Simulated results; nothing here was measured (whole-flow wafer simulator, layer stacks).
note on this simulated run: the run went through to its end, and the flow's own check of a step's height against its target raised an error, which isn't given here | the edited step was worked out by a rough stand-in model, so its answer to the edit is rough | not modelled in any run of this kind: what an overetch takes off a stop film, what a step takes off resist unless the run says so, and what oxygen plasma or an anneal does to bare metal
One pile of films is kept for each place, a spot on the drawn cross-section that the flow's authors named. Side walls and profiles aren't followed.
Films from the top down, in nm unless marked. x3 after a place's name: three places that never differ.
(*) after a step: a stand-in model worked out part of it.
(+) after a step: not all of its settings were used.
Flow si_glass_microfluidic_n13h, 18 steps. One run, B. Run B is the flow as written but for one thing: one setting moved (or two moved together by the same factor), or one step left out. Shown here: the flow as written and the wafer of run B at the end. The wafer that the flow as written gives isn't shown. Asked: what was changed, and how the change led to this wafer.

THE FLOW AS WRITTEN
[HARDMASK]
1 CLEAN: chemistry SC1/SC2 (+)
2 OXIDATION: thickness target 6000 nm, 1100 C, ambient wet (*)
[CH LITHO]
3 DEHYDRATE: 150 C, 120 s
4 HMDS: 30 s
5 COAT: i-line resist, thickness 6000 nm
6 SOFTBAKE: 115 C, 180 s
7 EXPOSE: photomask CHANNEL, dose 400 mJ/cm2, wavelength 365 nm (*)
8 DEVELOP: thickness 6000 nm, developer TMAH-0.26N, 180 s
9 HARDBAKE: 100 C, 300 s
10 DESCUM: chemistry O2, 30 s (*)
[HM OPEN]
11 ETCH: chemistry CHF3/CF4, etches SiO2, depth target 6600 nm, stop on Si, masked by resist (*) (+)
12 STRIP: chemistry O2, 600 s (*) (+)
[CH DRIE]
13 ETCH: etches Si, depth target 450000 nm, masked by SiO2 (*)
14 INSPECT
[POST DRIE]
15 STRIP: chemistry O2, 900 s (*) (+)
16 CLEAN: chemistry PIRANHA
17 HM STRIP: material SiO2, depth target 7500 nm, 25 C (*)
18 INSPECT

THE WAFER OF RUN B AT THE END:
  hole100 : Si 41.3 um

The cause: step 13, ETCH: depth target 495000 nm was run, where the flow has depth target 450000 nm.

How the change led to this, step by step:
  13 ETCH: etches Si, depth target 450000 nm, masked by SiO2 (*)
      land: SiO2 -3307 (as written it would be: SiO2 -3004.3)
      hole100: chemical SiO2 -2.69 (all of it), Si -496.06 um (as written it would be: chemical SiO2 -2.69 (all of it), Si -450.64 um)
  17 HM STRIP: material SiO2, depth target 7500 nm, 25 C (*)
      land: SiO2 -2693 (all of it) (as written it would be: SiO2 -2995.7 (all of it))
